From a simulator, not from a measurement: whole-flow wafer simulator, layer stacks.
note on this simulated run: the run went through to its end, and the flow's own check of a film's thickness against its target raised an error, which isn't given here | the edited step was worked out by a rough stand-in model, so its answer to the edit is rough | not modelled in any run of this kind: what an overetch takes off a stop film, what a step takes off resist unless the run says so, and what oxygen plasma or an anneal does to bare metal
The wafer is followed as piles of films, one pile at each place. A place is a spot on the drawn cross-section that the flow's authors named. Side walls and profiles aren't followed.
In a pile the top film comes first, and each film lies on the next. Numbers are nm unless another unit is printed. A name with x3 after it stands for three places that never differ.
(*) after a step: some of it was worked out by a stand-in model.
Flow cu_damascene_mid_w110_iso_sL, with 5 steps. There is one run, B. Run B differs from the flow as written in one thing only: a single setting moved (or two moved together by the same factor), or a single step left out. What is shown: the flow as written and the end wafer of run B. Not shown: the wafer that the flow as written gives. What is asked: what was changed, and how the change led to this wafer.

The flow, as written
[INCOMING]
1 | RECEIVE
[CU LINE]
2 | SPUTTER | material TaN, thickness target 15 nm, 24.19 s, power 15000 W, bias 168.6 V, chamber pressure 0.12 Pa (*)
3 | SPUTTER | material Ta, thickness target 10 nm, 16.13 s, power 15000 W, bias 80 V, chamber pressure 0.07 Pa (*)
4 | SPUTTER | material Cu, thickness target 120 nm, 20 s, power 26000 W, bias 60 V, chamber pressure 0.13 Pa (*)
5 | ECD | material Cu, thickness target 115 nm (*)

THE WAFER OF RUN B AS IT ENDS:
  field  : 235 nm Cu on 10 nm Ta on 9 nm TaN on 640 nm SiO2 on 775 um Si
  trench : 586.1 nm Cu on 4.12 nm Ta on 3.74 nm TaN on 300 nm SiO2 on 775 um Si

The reason: step 2, SPUTTER: thickness target 9 nm was run, while the flow as written has thickness target 15 nm.
The wafer lets one read it off: field has TaN 9, and step 2 as written asks for 15 nm.

Step by step, how the change led to this:
  2 | SPUTTER | material TaN, thickness target 15 nm, 24.19 s, power 15000 W, bias 168.6 V, chamber pressure 0.12 Pa (*)
      field: TaN gains 9 (new film) (in the flow as written it would be: TaN gains 15 (new film))
      trench: TaN gains 3.74 (new film) (in the flow as written it would be: TaN gains 6.23 (new film))
